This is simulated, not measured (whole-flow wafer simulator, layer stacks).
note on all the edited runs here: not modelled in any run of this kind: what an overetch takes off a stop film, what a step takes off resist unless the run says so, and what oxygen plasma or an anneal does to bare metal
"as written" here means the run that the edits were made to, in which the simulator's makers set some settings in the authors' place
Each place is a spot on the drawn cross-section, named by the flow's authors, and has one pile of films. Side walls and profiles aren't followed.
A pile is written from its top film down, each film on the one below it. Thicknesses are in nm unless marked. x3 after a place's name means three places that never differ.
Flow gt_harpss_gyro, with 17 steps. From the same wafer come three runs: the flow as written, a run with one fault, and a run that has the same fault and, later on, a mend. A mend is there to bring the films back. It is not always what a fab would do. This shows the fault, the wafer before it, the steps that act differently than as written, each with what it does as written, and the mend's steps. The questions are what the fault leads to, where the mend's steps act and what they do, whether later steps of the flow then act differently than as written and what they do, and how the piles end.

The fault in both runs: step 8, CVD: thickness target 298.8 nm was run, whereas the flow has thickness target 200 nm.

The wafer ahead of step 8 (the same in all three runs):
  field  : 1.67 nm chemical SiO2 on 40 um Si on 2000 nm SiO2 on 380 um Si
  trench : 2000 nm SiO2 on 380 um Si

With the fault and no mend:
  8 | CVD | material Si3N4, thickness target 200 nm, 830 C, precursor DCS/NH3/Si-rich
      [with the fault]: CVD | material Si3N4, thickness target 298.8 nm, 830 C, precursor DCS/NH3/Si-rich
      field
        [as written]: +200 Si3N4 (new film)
        [with the fault]: +298.8 Si3N4 (new film)
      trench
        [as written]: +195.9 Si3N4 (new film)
        [with the fault]: +292.1 Si3N4 (new film)
  Every later step of the flow that is run acts as written at every place that is followed.
  The piles end different from the flow's at field, trench by more than 2% or 0.5 nm, whichever is larger.
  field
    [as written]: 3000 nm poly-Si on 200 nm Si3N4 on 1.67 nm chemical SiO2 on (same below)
    [with the fault]: 3000 nm poly-Si on 298.8 nm Si3N4 on 1.67 nm chemical SiO2 on (same below)
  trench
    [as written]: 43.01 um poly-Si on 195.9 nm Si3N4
    [with the fault]: 43.01 um poly-Si on 292.1 nm Si3N4

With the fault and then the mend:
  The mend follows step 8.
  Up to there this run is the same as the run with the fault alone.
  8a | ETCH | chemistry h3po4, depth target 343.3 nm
      field
        -298.8 Si3N4 (all of it)
      trench
        -292.1 Si3N4 (all of it)
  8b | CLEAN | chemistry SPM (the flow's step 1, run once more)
      does not change any film at any place that is followed
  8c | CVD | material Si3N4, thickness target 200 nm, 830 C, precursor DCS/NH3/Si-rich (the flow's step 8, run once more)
      field
        +200 Si3N4 (new film)
      trench
        +195.9 Si3N4 (new film)
  Every later step of the flow that is run acts as written at every place that is followed.
  By the end, the piles equal the flow's at every place that both follow.
